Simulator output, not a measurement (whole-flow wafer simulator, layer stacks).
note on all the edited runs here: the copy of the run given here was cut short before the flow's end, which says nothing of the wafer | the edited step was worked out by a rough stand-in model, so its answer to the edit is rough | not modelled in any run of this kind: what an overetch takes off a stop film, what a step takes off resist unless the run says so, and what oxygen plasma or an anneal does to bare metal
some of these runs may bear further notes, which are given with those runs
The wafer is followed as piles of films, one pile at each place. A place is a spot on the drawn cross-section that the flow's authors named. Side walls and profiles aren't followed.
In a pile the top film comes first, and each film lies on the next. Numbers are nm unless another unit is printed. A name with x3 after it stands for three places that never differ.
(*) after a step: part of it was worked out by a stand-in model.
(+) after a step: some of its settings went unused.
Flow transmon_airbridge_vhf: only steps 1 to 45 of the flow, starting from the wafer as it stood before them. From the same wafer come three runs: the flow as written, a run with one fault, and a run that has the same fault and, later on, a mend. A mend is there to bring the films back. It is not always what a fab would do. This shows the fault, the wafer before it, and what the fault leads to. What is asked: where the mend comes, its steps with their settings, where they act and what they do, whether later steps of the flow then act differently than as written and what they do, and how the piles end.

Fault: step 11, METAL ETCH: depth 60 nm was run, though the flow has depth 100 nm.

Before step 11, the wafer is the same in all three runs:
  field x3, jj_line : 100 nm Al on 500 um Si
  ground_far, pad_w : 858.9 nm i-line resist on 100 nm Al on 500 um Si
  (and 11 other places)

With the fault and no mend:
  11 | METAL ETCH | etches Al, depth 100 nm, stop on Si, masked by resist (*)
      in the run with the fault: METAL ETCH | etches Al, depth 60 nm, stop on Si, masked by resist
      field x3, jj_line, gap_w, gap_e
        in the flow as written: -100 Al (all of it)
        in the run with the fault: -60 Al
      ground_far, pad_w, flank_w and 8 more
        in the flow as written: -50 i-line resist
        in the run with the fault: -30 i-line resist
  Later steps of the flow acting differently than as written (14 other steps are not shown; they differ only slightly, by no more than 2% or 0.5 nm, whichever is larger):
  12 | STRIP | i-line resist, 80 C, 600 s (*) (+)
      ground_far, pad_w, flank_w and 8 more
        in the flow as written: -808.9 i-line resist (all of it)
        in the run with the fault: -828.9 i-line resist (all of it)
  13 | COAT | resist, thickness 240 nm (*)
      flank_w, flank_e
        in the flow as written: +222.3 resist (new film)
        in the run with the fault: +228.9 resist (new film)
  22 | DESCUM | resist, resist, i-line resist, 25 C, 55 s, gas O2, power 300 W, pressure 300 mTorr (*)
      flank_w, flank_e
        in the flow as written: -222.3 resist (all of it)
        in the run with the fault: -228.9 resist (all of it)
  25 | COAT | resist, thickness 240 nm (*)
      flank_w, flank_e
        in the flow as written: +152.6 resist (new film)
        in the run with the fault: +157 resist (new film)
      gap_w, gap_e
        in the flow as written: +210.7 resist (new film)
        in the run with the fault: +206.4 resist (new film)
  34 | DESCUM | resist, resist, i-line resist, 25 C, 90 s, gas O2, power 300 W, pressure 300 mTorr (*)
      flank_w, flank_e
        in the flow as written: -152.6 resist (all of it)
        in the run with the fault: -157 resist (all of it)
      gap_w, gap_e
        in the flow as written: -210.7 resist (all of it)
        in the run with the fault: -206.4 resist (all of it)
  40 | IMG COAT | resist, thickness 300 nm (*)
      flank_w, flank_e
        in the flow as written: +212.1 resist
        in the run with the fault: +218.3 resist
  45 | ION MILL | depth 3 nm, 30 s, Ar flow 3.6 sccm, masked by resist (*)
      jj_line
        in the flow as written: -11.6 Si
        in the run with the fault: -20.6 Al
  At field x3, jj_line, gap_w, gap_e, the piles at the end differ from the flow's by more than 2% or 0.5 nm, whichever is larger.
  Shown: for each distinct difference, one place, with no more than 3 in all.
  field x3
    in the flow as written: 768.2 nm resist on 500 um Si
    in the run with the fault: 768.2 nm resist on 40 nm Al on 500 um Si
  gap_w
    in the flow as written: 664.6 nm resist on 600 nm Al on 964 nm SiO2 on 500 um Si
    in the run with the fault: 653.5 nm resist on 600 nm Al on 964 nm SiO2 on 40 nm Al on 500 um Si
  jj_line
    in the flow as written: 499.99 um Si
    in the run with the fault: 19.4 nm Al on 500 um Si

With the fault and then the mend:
  The mend follows step 11.
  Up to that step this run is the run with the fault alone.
  11a | METAL ETCH | etches Al, depth 40 nm, stop on Si, masked by resist (*) (a further turn of the flow's step 11, with different settings)
      ground_far, pad_w, flank_w and 8 more
        -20 i-line resist
      field x3, jj_line, gap_w, gap_e
        -40 Al (all of it)
  Every later step of the flow that is run acts as written at every place that is followed.
  At every place that both follow, the piles at the end match the flow's.
